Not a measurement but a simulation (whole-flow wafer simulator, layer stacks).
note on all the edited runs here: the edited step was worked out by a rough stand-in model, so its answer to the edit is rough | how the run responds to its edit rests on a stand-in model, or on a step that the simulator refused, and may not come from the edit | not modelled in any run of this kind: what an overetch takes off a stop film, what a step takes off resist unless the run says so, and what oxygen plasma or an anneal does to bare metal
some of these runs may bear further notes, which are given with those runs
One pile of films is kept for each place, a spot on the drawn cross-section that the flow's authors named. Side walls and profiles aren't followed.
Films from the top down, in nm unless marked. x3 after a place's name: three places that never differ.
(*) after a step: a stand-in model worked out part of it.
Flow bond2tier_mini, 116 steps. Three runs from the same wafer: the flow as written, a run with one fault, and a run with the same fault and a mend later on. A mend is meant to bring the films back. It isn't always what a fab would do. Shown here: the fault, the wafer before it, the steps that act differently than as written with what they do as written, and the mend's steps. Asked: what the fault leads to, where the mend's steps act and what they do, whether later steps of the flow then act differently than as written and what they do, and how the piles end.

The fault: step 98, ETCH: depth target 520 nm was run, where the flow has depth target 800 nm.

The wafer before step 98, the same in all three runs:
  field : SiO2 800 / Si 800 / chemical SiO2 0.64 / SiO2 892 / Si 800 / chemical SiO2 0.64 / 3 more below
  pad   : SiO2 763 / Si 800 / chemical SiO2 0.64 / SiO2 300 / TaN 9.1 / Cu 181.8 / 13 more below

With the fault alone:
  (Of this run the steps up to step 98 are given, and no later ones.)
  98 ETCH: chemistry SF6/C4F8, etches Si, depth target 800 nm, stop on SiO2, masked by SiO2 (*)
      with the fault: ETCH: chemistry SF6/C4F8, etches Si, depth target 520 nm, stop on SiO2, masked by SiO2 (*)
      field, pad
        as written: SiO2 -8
        with the fault: SiO2 -5.2
  After step 98 the piles differ from the flow's only slightly at the places that both follow, by at most 2% or 0.5 nm, whichever is larger.

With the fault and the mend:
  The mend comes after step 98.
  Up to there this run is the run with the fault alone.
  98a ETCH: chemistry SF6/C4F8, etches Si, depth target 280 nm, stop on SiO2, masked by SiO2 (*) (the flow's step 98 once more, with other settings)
      field, pad
        SiO2 -2.8
  No later step of the flow acts differently than as written at any place that is followed.
  At the end the piles are the same as the flow's at every place that both follow.
